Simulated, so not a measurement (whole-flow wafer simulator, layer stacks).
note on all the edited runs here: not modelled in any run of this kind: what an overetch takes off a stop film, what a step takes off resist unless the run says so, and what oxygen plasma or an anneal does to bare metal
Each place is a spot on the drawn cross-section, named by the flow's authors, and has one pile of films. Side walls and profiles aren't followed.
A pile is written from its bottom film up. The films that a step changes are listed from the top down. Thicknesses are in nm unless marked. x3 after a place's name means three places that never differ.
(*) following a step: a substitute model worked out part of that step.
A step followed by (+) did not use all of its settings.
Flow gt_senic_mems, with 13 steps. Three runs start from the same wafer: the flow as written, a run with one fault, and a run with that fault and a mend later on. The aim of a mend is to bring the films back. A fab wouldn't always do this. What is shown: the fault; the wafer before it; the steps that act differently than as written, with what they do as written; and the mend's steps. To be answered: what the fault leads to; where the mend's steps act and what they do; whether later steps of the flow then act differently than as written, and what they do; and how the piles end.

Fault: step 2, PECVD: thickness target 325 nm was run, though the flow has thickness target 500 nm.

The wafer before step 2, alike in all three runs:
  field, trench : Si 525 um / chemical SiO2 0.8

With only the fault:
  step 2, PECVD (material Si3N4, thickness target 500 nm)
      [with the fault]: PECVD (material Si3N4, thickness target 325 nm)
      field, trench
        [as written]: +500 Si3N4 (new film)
        [with the fault]: +325 Si3N4 (new film)
  Steps further on in the flow that do not act as written (2 other steps are not shown; they differ only slightly, by no more than 2% or 0.5 nm, whichever is larger):
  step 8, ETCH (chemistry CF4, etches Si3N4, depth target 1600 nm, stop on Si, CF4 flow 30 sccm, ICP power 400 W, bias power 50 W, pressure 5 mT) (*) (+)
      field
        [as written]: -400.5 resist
        [with the fault]: -283.9 resist
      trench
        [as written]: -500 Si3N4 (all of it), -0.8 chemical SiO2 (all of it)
        [with the fault]: -325 Si3N4 (all of it), -0.8 chemical SiO2 (all of it)
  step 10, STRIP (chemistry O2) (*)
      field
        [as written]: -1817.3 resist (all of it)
        [with the fault]: -1934 resist (all of it)
  By the end, the piles at field depart from the flow's by more than 2% or 0.5 nm, whichever is larger.
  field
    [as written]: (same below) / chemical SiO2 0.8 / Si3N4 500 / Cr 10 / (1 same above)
    [with the fault]: (same below) / chemical SiO2 0.8 / Si3N4 325 / Cr 10 / (1 same above)

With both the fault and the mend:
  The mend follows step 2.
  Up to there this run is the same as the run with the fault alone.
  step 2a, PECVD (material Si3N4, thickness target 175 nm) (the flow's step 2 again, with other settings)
      field, trench
        +175 Si3N4
  None of the later steps of the flow acts differently than as written at any place that is followed.
  By the end, the piles equal the flow's at every place that both follow.
